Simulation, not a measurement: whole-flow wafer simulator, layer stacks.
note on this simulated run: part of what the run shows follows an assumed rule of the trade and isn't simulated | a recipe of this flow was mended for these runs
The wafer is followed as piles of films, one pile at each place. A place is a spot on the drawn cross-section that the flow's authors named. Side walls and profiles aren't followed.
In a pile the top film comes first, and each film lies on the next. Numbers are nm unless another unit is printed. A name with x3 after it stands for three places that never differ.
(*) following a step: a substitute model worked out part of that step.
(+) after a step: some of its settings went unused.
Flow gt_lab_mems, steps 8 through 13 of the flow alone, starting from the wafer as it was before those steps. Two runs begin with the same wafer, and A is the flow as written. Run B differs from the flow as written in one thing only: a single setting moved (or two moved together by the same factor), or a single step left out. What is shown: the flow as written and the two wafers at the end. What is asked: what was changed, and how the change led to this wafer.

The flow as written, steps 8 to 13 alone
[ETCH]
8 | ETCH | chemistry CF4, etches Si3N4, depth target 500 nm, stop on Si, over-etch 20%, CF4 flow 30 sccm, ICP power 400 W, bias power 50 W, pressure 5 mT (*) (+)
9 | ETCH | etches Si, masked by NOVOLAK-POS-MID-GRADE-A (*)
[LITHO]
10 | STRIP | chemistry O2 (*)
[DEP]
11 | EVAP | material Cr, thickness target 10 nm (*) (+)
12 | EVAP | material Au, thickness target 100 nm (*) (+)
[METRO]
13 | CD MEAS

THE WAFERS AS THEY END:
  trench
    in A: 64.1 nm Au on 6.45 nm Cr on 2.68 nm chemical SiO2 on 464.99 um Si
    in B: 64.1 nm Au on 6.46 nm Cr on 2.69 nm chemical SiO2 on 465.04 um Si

The reason: step 8, ETCH: depth target 425 nm was run, whereas the flow has depth target 500 nm.

The path from the change to this, step by step:
  8 | ETCH | chemistry CF4, etches Si3N4, depth target 500 nm, stop on Si, over-etch 20%, CF4 flow 30 sccm, ICP power 400 W, bias power 50 W, pressure 5 mT (*) (+)
      field: A -400 g/i-line-resist | B -340 g/i-line-resist
      trench: A -500 Si3N4 (all of it), -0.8 chemical SiO2 (all of it), -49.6 Si | B -500 Si3N4 (all of it), -0.8 chemical SiO2 (all of it), -4.6 Si
  10 | STRIP | chemistry O2 (*)
      field: A -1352 g/i-line-resist (all of it) | B -1412 g/i-line-resist (all of it)
